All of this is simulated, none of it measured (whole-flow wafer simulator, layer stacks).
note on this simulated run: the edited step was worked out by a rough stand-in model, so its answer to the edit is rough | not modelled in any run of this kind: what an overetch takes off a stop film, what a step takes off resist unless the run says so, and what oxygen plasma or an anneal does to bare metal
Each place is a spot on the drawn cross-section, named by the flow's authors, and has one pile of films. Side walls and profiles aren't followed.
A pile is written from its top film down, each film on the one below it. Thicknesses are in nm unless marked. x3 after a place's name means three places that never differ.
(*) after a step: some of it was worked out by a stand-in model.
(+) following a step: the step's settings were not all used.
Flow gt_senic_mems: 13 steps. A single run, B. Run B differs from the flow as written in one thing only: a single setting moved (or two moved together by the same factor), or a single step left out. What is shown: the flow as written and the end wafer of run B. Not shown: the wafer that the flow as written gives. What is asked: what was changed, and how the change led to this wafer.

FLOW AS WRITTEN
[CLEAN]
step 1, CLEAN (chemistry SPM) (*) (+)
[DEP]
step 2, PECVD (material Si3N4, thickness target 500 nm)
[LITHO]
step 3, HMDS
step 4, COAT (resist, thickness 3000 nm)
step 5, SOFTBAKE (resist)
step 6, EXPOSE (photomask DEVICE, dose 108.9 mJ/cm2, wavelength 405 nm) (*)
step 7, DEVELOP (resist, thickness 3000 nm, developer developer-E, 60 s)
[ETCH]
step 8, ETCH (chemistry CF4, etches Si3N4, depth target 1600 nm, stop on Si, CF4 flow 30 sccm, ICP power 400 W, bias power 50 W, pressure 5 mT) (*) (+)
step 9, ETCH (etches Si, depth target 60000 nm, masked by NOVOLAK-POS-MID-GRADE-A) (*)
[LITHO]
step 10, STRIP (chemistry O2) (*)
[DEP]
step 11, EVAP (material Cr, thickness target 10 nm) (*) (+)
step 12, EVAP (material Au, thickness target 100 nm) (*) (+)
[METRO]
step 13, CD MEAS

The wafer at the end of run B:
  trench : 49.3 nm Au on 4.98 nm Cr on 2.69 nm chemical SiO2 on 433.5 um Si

The reason: step 9, ETCH: depth target 91500 nm was run, whereas the flow has depth target 60000 nm.

The path from the change to this, step by step:
  step 9, ETCH (etches Si, depth target 60000 nm, masked by NOVOLAK-POS-MID-GRADE-A) (*)
      field: -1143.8 resist (in the flow as written it would be: -750 resist)
      trench: -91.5 um Si (in the flow as written it would be: -60 um Si)
  step 10, STRIP (chemistry O2) (*)
      field: -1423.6 resist (all of it) (in the flow as written it would be: -1817.3 resist (all of it))
  step 11, EVAP (material Cr, thickness target 10 nm) (*) (+)
      trench: +4.98 Cr (new film) (in the flow as written it would be: +6.45 Cr (new film))
  step 12, EVAP (material Au, thickness target 100 nm) (*) (+)
      trench: +49.3 Au (new film) (in the flow as written it would be: +64.1 Au (new film))
